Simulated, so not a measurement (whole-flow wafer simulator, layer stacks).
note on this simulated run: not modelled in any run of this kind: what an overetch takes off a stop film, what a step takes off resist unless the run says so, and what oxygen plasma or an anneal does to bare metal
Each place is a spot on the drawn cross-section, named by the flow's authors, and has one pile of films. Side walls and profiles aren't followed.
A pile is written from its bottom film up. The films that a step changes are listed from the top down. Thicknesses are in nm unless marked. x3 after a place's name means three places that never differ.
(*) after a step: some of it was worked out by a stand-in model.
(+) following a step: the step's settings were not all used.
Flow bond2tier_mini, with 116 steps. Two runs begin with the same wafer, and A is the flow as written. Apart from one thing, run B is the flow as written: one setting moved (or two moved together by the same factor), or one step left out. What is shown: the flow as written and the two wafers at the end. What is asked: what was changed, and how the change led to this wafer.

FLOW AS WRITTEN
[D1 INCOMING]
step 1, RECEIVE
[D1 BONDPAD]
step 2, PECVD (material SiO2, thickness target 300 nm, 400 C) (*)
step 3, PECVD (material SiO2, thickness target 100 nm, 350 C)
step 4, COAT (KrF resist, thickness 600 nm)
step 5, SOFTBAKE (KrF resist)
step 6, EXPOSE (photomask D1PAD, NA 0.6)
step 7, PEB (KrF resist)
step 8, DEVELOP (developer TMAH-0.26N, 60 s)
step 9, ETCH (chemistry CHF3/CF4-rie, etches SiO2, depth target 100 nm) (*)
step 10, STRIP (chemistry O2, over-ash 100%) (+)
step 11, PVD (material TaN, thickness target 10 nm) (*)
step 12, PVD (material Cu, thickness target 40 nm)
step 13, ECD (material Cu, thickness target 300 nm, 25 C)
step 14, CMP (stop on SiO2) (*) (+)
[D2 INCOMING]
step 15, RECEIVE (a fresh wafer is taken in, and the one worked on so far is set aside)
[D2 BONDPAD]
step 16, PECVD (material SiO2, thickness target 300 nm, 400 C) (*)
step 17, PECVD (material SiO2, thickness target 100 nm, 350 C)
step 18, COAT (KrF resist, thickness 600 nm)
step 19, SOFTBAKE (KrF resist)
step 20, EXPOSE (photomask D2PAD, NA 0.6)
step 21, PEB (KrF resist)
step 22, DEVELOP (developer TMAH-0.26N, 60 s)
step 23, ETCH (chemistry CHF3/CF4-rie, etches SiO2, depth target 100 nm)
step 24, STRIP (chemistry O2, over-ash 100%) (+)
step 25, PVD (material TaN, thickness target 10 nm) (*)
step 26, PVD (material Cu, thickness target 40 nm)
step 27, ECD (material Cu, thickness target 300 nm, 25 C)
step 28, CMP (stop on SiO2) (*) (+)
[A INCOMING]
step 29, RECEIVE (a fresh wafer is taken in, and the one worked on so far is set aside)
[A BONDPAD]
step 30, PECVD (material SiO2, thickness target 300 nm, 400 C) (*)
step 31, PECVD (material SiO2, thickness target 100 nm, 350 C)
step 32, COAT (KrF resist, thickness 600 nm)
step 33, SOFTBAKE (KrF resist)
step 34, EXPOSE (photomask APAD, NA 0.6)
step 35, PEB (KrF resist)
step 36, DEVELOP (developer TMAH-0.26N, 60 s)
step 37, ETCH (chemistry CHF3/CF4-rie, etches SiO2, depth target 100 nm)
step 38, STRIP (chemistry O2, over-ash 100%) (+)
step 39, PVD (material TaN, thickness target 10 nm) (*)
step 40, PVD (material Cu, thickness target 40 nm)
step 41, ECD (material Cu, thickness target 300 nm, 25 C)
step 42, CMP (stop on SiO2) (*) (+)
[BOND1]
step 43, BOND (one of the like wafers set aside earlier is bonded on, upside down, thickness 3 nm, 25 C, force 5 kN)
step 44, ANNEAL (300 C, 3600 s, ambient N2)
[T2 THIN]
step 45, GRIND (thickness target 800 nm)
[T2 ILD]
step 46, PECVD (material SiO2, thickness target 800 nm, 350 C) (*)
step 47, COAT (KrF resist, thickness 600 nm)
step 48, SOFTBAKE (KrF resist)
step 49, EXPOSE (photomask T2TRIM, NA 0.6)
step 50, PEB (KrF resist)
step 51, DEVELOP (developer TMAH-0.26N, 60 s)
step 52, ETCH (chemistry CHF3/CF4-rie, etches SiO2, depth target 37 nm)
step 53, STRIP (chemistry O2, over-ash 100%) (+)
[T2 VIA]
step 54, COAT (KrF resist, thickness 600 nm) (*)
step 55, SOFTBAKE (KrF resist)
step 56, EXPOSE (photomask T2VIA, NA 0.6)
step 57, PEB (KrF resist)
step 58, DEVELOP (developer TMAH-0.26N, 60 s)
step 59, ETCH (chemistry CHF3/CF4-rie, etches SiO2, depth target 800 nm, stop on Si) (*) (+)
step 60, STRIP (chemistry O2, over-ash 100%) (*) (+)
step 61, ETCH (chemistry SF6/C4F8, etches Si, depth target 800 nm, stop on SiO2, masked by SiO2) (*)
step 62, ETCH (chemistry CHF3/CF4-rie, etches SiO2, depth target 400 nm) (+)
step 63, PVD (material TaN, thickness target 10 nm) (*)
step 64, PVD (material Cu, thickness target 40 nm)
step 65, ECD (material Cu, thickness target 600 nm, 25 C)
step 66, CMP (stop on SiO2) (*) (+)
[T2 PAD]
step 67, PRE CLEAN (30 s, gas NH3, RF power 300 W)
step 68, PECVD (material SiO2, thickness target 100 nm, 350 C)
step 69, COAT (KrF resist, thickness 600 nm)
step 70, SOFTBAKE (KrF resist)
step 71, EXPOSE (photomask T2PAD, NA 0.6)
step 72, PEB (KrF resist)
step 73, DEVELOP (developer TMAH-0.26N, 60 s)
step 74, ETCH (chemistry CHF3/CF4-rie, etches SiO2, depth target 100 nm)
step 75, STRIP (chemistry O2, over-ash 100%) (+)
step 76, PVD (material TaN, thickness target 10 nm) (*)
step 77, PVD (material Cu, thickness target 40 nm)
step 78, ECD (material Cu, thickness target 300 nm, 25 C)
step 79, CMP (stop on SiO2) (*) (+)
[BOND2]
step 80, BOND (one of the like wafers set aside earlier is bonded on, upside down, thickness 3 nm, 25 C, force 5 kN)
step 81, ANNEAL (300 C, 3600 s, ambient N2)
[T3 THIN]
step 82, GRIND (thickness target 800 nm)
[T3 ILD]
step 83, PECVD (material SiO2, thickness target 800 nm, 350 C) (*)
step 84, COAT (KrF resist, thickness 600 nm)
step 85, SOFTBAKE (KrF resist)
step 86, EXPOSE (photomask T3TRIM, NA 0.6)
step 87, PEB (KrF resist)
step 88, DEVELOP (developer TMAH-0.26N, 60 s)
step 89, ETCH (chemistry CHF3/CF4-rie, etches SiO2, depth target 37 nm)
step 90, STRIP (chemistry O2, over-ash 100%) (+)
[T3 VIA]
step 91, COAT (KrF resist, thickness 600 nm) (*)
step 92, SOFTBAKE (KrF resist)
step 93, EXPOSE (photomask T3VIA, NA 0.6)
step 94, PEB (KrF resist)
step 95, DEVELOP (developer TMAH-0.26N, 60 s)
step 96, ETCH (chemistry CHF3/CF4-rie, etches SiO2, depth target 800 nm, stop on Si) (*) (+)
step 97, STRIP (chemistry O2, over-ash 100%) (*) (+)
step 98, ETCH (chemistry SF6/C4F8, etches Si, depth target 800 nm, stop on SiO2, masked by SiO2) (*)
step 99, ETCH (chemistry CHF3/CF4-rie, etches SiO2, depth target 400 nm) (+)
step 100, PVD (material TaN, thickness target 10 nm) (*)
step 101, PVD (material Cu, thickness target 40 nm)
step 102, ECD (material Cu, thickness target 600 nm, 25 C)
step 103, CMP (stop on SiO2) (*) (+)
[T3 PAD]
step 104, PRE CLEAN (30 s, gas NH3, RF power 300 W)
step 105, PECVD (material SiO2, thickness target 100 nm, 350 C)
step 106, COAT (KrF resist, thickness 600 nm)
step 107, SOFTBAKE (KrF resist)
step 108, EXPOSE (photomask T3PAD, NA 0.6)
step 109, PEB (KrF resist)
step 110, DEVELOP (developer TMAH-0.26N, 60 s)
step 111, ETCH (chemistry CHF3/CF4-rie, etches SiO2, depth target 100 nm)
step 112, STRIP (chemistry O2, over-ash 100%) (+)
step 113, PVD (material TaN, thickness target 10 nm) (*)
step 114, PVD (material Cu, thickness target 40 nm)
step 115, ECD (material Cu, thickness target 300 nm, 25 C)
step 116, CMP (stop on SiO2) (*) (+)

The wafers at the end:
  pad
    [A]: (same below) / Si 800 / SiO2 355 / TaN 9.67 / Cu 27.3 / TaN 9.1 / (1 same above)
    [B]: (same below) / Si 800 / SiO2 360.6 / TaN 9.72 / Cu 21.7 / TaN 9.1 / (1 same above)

What caused this: step 89, ETCH: depth target 31.4 nm was run, while the flow as written has depth target 37 nm.

How this came from the change, step by step:
  step 89, ETCH (chemistry CHF3/CF4-rie, etches SiO2, depth target 37 nm)
      field: A KrF resist loses 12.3 | B KrF resist loses 10.5
      pad: A SiO2 loses 37 | B SiO2 loses 31.4
